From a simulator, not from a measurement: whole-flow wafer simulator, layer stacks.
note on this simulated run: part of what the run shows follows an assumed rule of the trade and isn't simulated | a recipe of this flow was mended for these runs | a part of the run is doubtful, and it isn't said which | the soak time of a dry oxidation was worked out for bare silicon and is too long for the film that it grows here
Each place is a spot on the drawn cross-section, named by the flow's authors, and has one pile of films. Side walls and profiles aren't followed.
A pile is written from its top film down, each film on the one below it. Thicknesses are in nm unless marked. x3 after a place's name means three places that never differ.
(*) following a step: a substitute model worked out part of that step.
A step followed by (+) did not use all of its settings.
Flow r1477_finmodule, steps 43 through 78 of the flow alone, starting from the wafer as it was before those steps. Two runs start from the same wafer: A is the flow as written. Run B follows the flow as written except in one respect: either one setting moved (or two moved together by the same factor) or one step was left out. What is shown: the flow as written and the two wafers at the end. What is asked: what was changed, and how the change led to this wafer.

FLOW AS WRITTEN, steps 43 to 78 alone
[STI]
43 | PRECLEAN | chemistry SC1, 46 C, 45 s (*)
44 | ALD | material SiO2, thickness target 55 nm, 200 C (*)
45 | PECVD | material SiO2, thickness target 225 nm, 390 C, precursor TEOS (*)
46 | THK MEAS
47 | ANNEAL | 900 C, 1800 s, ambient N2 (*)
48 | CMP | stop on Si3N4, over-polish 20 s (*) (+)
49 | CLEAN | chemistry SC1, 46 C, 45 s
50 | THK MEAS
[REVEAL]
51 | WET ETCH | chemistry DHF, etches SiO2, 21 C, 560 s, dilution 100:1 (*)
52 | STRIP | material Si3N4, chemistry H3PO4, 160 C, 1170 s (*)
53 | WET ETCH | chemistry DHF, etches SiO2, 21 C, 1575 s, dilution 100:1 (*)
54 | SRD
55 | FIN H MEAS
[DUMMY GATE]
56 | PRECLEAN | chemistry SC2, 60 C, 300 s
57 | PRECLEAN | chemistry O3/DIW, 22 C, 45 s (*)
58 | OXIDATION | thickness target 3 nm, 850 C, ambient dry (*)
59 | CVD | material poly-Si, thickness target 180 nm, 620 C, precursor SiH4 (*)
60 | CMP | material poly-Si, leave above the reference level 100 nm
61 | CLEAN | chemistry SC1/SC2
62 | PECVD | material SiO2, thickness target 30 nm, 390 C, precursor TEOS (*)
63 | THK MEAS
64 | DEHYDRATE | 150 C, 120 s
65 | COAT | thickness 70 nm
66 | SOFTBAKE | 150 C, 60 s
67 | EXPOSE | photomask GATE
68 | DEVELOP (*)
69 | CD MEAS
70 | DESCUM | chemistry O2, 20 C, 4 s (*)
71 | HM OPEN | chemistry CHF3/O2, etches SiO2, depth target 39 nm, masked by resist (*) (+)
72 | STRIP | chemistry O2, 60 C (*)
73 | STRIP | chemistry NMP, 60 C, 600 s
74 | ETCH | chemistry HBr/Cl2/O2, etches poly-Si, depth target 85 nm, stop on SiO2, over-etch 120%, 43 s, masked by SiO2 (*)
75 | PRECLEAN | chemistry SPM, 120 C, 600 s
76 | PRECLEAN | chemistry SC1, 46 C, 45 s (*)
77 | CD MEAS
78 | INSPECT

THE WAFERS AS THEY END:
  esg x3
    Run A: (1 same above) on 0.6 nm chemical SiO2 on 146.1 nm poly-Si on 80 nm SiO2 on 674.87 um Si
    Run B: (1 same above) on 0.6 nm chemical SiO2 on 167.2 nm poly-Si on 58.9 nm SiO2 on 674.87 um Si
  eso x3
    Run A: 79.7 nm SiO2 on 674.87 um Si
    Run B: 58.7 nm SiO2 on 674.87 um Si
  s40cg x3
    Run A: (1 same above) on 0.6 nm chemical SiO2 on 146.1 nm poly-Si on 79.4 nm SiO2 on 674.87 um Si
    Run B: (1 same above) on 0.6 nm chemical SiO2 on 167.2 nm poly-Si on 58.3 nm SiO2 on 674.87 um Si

Cause: step 48, CMP: over-polish 400 s was run, while the flow as written has over-polish 20 s.

The path from the change to this, step by step:
  48 | CMP | stop on Si3N4, over-polish 20 s (*) (+)
      s40cg x3, s40sg x3, s40co x3, s40so x3: A SiO2 loses 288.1 | B SiO2 loses 309.3
      elg x4, elo x4: A SiO2 loses 247.6 | B SiO2 loses 268.7
      (also at 16 further places)
  51 | WET ETCH | chemistry DHF, etches SiO2, 21 C, 560 s, dilution 100:1 (*)
      elg x4, elo x4: A SiO2 loses 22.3 (all of it), Si3N4 loses 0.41 | B SiO2 loses 1.09 (all of it), Si3N4 loses 1.47
  52 | STRIP | material Si3N4, chemistry H3PO4, 160 C, 1170 s (*)
      elg x4, elo x4: A Si3N4 loses 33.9 (all of it), SiO2 loses 2.15 | B Si3N4 loses 32.8 (all of it), SiO2 loses 2.18
      s40sg_line x3, s40so_line x3: A Si3N4 loses 55.1 (all of it), SiO2 loses 1.49 | B Si3N4 loses 33.9 (all of it), SiO2 loses 2.15
  53 | WET ETCH | chemistry DHF, etches SiO2, 21 C, 1575 s, dilution 100:1 (*)
      s40sg_line x3, s40so_line x3: A SiO2 loses 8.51 (all of it) | B SiO2 loses 7.85 (all of it)
  59 | CVD | material poly-Si, thickness target 180 nm, 620 C, precursor SiH4 (*)
      esg x3, s40cg x3, s40sg x3, eso x3, s40co x3, s40so x3: A poly-Si gains 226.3 (new film) | B poly-Si gains 247.5 (new film)
      e200sg, e200so: A poly-Si gains 219.2 (new film) | B poly-Si gains 247.5 (new film)
  60 | CMP | material poly-Si, leave above the reference level 100 nm
      pad, padg: A poly-Si loses 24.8 | B poly-Si loses 4.09
      e200sg, e200so: A poly-Si loses 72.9 | B poly-Si loses 80
  74 | ETCH | chemistry HBr/Cl2/O2, etches poly-Si, depth target 85 nm, stop on SiO2, over-etch 120%, 43 s, masked by SiO2 (*)
      pad: A chemical SiO2 loses 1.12 (all of it), poly-Si loses 152.8 (all of it), SiO2 loses 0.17 | B chemical SiO2 loses 1.12 (all of it), poly-Si loses 173.5 (all of it)
      eso x3, e200so, s40co x3, s40so x3: A chemical SiO2 loses 1.12 (all of it), poly-Si loses 143.9 (all of it), SiO2 loses 0.22 | B chemical SiO2 loses 1.12 (all of it), poly-Si loses 165 (all of it), SiO2 loses 0.11
